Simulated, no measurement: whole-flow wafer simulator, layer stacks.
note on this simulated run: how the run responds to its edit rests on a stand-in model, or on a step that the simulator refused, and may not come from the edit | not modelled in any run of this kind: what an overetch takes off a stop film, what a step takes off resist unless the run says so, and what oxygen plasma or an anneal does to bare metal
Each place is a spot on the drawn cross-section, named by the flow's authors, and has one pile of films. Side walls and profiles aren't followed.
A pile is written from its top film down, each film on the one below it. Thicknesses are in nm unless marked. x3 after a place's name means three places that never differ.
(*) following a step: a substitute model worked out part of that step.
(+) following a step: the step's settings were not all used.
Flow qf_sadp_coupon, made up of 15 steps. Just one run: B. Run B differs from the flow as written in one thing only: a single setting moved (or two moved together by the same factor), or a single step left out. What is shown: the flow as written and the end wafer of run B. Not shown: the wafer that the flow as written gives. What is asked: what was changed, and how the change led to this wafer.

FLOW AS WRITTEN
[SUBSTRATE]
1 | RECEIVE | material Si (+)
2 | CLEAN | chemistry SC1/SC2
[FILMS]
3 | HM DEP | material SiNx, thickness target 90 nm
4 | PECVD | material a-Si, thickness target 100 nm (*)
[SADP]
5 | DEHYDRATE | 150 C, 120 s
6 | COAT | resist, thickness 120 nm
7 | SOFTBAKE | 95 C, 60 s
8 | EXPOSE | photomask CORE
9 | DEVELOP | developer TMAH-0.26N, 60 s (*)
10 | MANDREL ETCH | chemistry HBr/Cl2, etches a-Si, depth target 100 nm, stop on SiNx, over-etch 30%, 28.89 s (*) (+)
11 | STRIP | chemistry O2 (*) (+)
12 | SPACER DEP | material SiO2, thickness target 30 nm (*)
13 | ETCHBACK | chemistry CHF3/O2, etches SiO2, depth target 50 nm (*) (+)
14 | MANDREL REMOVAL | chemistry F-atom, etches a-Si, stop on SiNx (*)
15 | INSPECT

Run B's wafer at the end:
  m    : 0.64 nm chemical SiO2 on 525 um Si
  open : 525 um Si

What caused this: step 3, HM DEP: material SiNx, thickness target 90 nm, was not run.

How this came from the change, step by step:
  10 | MANDREL ETCH | chemistry HBr/Cl2, etches a-Si, depth target 100 nm, stop on SiNx, over-etch 30%, 28.89 s (*) (+)
      open: a-Si loses 100 (all of it), chemical SiO2 loses 0.64 (all of it) (as written it would have been: a-Si loses 100 (all of it), SiNx loses 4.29)
  11 | STRIP | chemistry O2 (*) (+)
      open: chemical SiO2 gains 0.79 (new film), Si loses 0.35 (as written it would have been: nothing)
  13 | ETCHBACK | chemistry CHF3/O2, etches SiO2, depth target 50 nm (*) (+)
      open: SiO2 loses 30 (all of it), chemical SiO2 loses 0.79 (all of it) (as written it would have been: SiO2 loses 30 (all of it), SiNx loses 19)
